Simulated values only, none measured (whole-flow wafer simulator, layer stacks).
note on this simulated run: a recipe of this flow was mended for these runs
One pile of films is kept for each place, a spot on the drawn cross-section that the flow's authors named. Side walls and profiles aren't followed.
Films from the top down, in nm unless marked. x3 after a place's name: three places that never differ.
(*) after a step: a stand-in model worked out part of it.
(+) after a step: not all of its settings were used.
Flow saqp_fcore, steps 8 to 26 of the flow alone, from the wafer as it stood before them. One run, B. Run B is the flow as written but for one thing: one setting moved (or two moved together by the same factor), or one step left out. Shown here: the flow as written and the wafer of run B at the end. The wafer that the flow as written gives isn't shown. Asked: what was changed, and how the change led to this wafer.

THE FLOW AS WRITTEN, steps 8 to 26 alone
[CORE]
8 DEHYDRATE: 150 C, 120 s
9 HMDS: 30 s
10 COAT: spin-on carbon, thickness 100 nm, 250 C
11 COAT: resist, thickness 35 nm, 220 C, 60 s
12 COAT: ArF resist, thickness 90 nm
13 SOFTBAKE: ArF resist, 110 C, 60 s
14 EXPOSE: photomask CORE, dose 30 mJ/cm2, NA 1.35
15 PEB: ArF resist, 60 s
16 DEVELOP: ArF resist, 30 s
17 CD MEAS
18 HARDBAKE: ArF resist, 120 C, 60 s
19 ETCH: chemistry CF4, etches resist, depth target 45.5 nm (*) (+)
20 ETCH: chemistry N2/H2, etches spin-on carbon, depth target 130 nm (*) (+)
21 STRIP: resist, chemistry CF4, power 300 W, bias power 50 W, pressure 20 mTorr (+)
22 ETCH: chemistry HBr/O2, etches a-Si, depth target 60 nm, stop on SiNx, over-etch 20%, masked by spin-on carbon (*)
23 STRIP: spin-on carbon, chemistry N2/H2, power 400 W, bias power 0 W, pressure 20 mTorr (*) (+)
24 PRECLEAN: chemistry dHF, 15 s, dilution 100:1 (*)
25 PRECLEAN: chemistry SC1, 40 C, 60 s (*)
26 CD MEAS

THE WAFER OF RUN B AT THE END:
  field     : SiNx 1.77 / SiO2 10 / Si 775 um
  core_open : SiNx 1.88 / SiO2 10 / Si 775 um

The cause: step 22, ETCH: over-etch 450% was run, where the flow has over-etch 20%.

How the change led to this, step by step:
  22 ETCH: chemistry HBr/O2, etches a-Si, depth target 60 nm, stop on SiNx, over-etch 20%, masked by spin-on carbon (*)
      field: a-Si -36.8 (all of it), SiNx -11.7 (as written it would be: a-Si -36.8 (all of it), SiNx -1.41)
      core_open: a-Si -39.4 (all of it), SiNx -11.6 (as written it would be: a-Si -39.4 (all of it), SiNx -1.3)
      (and at 1 more place)
  23 STRIP: spin-on carbon, chemistry N2/H2, power 400 W, bias power 0 W, pressure 20 mTorr (*) (+)
      core_line: spin-on carbon -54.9 (all of it) (as written it would be: spin-on carbon -88.8 (all of it))
